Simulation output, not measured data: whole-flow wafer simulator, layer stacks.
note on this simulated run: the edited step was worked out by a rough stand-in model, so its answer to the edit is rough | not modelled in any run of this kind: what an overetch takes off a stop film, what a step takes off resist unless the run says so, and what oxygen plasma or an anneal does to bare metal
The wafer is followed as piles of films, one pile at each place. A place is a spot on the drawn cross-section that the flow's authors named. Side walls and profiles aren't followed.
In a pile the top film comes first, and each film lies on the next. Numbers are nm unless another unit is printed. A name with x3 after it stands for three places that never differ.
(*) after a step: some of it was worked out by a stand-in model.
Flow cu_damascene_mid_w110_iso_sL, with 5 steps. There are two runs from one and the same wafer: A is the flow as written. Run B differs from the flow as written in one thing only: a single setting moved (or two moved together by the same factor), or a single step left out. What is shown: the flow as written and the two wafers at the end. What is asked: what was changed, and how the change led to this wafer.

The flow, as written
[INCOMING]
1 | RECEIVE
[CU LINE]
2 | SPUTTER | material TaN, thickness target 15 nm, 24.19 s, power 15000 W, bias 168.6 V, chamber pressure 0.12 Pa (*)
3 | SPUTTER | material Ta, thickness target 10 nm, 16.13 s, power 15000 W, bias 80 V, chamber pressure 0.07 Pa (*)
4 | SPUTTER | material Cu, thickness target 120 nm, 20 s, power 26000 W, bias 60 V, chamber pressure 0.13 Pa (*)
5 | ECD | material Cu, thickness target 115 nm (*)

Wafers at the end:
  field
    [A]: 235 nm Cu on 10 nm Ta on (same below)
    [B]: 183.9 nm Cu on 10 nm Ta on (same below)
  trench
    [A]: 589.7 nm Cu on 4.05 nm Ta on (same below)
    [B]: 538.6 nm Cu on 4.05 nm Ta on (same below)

Cause: step 5, ECD: thickness target 63.9 nm was run, though the flow has thickness target 115 nm.

Step by step, how the change led to this:
  5 | ECD | material Cu, thickness target 115 nm (*)
      field: A Cu gains 115 | B Cu gains 63.9
      trench: A Cu gains 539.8 | B Cu gains 488.7
